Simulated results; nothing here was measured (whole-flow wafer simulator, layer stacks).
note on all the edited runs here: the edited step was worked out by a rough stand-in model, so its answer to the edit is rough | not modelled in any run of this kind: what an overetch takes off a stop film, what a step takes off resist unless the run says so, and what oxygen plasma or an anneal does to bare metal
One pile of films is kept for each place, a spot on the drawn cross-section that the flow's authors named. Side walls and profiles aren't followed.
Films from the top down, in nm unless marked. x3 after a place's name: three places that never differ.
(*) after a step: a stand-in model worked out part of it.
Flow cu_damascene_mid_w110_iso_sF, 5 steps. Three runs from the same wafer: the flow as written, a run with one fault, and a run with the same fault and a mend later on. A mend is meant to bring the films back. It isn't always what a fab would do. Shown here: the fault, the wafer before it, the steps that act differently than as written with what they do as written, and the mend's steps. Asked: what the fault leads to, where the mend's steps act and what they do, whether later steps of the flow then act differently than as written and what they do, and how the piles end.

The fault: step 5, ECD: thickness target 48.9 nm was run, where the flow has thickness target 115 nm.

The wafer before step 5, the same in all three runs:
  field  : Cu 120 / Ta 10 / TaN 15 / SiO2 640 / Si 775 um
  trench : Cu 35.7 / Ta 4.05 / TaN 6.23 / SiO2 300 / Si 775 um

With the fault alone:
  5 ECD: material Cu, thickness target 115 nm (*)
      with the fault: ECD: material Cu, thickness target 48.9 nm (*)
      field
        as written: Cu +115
        with the fault: Cu +48.9
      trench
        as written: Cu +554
        with the fault: Cu +487.9
  No later step of the flow acts differently than as written at any place that is followed.
  At the end the piles differ from the flow's by more than 2% or 0.5 nm, whichever is larger, at field, trench.
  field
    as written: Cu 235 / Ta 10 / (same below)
    with the fault: Cu 168.9 / Ta 10 / (same below)
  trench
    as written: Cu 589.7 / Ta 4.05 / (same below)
    with the fault: Cu 523.6 / Ta 4.05 / (same below)

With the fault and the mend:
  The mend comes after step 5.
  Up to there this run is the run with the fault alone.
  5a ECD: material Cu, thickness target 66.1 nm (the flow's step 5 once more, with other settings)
      field, trench
        Cu +66.1
  No later step of the flow acts differently than as written at any place that is followed.
  At the end the piles are the same as the flow's at every place that both follow.
